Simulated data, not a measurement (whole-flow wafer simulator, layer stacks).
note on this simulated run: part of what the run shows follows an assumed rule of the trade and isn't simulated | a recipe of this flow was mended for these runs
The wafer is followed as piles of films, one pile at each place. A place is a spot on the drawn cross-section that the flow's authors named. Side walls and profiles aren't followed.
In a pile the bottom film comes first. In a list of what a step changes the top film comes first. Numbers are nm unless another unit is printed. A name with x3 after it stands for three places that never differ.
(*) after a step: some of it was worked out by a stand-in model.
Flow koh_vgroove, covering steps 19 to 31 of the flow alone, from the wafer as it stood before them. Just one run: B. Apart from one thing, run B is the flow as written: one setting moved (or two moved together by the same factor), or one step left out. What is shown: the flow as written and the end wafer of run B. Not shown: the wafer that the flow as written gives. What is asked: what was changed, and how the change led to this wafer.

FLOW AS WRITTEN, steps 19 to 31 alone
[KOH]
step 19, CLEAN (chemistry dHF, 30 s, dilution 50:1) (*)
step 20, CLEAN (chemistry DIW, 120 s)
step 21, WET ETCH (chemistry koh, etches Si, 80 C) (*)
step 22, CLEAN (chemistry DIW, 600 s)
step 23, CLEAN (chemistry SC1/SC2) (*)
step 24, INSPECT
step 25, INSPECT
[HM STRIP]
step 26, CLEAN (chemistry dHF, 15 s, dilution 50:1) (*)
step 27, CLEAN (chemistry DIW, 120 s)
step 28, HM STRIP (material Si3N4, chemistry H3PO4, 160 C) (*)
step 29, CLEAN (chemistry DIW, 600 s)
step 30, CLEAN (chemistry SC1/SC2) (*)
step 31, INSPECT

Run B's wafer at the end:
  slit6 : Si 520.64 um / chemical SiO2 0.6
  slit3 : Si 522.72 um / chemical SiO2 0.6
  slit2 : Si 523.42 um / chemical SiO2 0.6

What caused this: step 21, WET ETCH: 82.7 C was run, whereas the flow has 80 C.

The path from the change to this, step by step:
  step 21, WET ETCH (chemistry koh, etches Si, 80 C) (*)
      slit6, slit20: Si loses 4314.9 (as written it would have been: Si loses 3727.8)
